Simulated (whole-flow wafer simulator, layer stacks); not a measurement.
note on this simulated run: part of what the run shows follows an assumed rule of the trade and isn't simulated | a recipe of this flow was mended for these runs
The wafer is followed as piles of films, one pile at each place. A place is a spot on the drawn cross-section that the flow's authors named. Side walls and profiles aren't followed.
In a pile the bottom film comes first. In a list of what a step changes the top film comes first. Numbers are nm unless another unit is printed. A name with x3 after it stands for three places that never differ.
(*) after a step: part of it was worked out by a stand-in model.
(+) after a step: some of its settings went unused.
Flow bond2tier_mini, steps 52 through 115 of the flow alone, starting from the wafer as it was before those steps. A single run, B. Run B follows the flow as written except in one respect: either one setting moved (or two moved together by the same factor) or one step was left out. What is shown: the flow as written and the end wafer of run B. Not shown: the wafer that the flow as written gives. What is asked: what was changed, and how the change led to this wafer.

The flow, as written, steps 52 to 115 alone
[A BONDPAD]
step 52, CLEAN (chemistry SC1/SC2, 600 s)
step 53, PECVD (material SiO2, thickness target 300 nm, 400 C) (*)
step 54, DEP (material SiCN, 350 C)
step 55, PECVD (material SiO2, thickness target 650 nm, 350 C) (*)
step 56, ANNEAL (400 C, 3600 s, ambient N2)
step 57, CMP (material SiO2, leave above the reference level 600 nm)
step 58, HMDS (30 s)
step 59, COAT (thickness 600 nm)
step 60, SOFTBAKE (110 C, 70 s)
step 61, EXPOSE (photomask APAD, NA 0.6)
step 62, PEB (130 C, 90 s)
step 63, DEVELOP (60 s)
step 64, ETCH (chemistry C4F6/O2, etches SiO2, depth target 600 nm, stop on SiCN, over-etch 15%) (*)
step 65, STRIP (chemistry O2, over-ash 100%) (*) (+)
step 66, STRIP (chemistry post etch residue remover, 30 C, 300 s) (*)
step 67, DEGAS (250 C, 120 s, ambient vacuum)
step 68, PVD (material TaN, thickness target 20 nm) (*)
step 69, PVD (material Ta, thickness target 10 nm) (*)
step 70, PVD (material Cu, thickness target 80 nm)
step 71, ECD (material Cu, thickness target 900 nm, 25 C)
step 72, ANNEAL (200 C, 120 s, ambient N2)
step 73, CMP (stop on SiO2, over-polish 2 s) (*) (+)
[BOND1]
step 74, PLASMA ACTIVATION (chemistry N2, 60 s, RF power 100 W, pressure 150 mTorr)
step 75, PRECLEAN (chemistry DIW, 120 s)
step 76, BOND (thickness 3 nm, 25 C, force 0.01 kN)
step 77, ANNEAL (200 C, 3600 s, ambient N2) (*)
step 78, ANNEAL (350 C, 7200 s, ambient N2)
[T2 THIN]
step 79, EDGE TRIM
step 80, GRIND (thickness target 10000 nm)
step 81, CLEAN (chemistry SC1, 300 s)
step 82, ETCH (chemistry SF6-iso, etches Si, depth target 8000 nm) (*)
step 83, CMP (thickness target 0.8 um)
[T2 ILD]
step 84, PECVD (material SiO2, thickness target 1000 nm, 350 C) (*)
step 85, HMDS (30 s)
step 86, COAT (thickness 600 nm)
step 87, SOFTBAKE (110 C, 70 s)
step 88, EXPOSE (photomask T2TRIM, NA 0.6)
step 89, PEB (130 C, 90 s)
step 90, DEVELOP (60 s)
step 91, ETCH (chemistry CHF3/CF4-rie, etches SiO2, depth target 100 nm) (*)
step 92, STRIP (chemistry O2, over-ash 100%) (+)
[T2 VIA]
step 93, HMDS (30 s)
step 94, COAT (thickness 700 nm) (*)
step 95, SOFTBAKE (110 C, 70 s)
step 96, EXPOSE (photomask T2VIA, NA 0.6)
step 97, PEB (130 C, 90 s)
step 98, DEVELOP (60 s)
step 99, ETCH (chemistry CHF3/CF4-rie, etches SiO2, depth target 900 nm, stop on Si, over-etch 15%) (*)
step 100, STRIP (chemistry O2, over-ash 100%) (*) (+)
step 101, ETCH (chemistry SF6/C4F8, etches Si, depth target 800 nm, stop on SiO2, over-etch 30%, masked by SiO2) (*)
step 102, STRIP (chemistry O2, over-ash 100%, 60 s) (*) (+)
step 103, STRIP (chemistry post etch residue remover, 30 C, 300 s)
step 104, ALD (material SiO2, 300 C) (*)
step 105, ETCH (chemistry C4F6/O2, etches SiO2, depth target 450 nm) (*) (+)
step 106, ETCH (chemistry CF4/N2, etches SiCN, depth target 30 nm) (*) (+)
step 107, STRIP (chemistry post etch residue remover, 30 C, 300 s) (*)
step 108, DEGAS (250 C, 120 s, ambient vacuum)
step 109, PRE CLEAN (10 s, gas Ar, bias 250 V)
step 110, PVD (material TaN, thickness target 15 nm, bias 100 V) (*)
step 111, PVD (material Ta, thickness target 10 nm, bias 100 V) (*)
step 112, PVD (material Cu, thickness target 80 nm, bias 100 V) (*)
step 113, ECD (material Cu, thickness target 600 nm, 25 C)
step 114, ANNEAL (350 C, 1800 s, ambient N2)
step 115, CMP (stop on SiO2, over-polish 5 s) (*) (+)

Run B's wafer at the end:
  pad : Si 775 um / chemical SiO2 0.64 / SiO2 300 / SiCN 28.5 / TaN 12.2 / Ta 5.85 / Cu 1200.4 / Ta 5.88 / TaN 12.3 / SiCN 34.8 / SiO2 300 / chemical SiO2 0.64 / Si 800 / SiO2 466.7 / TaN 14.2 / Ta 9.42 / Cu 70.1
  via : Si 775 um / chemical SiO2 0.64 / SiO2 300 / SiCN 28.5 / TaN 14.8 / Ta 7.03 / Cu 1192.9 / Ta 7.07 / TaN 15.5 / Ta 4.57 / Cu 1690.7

What caused this: step 64, ETCH: over-etch 21.2% was run, though the flow has over-etch 15%.

Step by step, how the change led to this:
  step 64, ETCH (chemistry C4F6/O2, etches SiO2, depth target 600 nm, stop on SiCN, over-etch 15%) (*)
      pad, via: SiO2 loses 600 (all of it), SiCN loses 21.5 (it would be, as written: SiO2 loses 600 (all of it), SiCN loses 15.2)
      field: thick-KrF-resist loses 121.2 (it would be, as written: thick-KrF-resist loses 115)
